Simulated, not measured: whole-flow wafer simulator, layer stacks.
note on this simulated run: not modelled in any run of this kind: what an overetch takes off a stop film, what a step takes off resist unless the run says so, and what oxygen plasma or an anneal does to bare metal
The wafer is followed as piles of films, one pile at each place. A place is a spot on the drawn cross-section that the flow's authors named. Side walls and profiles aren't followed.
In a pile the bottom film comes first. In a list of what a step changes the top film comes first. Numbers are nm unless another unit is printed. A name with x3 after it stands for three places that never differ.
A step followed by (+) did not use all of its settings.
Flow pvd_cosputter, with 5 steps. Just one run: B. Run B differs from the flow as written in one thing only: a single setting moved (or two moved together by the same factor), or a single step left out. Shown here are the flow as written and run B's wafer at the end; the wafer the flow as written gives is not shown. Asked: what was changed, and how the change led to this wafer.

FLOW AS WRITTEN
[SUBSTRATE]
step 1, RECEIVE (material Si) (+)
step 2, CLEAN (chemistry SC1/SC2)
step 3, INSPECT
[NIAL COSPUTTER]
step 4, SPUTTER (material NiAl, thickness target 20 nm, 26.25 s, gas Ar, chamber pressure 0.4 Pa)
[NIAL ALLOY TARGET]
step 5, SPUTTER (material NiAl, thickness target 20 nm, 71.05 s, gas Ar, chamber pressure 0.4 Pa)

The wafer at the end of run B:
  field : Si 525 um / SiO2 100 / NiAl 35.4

Cause: step 4, SPUTTER: thickness target 15.36 nm was run, while the flow as written has thickness target 20 nm; step 4, SPUTTER: 20.16 s was run, where the flow has 26.25 s.

The path from the change to this, step by step:
  step 4, SPUTTER (material NiAl, thickness target 20 nm, 26.25 s, gas Ar, chamber pressure 0.4 Pa)
      field: NiAl gains 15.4 (new film) (it would be, as written: NiAl gains 20 (new film))
